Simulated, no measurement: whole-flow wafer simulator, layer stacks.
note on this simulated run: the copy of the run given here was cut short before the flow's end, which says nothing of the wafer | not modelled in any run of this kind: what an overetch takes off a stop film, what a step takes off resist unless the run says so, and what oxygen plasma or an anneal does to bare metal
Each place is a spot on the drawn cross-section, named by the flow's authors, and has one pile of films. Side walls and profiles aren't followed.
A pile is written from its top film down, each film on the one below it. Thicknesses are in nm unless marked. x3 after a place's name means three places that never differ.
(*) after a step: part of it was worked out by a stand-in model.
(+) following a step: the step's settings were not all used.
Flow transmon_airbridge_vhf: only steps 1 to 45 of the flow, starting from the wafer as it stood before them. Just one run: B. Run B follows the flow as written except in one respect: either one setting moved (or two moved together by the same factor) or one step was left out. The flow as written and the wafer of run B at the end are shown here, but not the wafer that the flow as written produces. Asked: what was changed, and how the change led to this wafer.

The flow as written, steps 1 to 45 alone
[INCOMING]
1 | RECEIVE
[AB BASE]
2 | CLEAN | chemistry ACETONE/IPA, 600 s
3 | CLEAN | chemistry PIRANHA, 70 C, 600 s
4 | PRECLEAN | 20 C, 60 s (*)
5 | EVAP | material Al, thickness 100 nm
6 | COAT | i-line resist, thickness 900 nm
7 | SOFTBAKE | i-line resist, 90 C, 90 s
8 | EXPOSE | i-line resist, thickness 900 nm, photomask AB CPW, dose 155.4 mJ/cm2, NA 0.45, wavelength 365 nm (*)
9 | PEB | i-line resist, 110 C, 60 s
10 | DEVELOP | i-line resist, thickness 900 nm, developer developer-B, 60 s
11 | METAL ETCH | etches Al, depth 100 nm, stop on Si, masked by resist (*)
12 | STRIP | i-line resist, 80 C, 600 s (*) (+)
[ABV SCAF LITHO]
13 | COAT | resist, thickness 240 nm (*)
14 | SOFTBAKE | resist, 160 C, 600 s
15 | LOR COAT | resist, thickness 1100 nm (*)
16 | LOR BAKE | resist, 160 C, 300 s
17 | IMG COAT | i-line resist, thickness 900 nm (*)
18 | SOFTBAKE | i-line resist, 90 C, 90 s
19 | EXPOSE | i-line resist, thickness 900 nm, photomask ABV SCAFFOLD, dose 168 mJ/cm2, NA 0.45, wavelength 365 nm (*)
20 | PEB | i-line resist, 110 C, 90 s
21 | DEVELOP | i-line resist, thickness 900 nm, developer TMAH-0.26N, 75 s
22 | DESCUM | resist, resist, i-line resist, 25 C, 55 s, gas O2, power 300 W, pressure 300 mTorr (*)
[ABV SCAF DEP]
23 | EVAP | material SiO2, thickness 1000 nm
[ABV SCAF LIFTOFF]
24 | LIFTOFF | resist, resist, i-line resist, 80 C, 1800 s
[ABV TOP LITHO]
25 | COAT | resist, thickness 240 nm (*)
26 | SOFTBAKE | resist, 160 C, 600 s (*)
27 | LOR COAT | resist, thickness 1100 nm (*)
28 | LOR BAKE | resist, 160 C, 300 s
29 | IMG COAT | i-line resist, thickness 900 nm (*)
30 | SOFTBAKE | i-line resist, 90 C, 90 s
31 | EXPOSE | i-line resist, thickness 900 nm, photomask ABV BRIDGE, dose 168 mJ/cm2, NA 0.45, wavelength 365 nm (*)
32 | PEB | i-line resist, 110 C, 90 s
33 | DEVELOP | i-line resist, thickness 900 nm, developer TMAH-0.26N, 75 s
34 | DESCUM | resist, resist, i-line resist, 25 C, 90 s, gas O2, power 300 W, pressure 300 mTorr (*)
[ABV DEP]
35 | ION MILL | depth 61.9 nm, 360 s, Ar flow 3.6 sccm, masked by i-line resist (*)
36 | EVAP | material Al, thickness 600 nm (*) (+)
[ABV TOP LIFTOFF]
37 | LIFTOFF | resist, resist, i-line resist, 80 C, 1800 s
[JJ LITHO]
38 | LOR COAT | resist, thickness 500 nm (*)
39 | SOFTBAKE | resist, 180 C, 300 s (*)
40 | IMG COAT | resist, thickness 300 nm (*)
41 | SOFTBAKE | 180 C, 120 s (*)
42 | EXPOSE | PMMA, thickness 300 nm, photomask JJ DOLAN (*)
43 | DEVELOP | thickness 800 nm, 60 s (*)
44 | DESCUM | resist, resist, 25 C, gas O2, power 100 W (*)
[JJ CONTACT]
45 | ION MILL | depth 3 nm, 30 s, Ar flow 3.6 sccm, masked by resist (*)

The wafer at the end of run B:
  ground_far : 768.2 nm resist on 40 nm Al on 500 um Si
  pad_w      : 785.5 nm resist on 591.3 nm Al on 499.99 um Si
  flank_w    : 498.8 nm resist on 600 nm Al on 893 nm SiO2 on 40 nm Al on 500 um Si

What caused this: step 5, EVAP: thickness 40 nm was run, whereas the flow has thickness 100 nm.
One can read it off the wafer: ground_far has Al 40, and step 5 as written asks for 100 nm.

Step by step, how the change led to this:
  5 | EVAP | material Al, thickness 100 nm
      field x3, jj_line, ground_far and 12 more: Al gains 40 (new film) (it would be, as written: Al gains 100 (new film))
  11 | METAL ETCH | etches Al, depth 100 nm, stop on Si, masked by resist (*)
      ground_far, pad_w, flank_w and 8 more: i-line resist loses 30 (it would be, as written: i-line resist loses 50)
      field x3, jj_line, gap_w, gap_e: Al loses 40 (all of it) (it would be, as written: Al loses 100 (all of it))
  12 | STRIP | i-line resist, 80 C, 600 s (*) (+)
      ground_far, pad_w, flank_w and 8 more: i-line resist loses 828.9 (all of it) (it would be, as written: i-line resist loses 808.9 (all of it))
  13 | COAT | resist, thickness 240 nm (*)
      flank_w, flank_e: resist gains 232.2 (new film) (it would be, as written: resist gains 222.3 (new film))
      gap_w, gap_e: resist gains 245.1 (new film) (it would be, as written: resist gains 251.7 (new film))
  22 | DESCUM | resist, resist, i-line resist, 25 C, 55 s, gas O2, power 300 W, pressure 300 mTorr (*)
      flank_w, flank_e: resist loses 232.2 (all of it) (it would be, as written: resist loses 222.3 (all of it))
      gap_w, gap_e: resist loses 245.1 (all of it) (it would be, as written: resist loses 251.7 (all of it))
  25 | COAT | resist, thickness 240 nm (*)
      flank_w, flank_e: resist gains 160.2 (new film) (it would be, as written: resist gains 152.6 (new film))
      gap_w, gap_e: resist gains 204.2 (new film) (it would be, as written: resist gains 210.7 (new film))
  29 | IMG COAT | i-line resist, thickness 900 nm (*)
      gap_w, gap_e: i-line resist gains 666 (new film) (it would be, as written: i-line resist gains 681.7 (new film))
  32 | PEB | i-line resist, 110 C, 90 s
      gap_w, gap_e: i-line resist loses 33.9 (it would be, as written: i-line resist loses 34.7)
  33 | DEVELOP | i-line resist, thickness 900 nm, developer TMAH-0.26N, 75 s
      gap_w, gap_e: i-line resist loses 632 (all of it), resist loses 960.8 (it would be, as written: i-line resist loses 646.9 (all of it), resist loses 977.8)
  34 | DESCUM | resist, resist, i-line resist, 25 C, 90 s, gas O2, power 300 W, pressure 300 mTorr (*)
      flank_w, flank_e: resist loses 160.2 (all of it) (it would be, as written: resist loses 152.6 (all of it))
      gap_w, gap_e: resist loses 204.2 (all of it) (it would be, as written: resist loses 210.7 (all of it))
  35 | ION MILL | depth 61.9 nm, 360 s, Ar flow 3.6 sccm, masked by i-line resist (*)
      pad_w, pad_e: Al loses 40 (all of it), Si loses 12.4 (it would be, as written: Al loses 61.9)
  36 | EVAP | material Al, thickness 600 nm (*) (+)
      pad_w, pad_e: Al gains 591.3 (new film) (it would be, as written: Al gains 591.2)
  38 | LOR COAT | resist, thickness 500 nm (*)
      gap_w, gap_e: resist gains 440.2 (new film) (it would be, as written: resist gains 450.7 (new film))
  40 | IMG COAT | resist, thickness 300 nm (*)
      flank_w, flank_e: resist gains 220.6 (it would be, as written: resist gains 212.1)
      gap_w, gap_e: resist gains 240.2 (it would be, as written: resist gains 245.7)
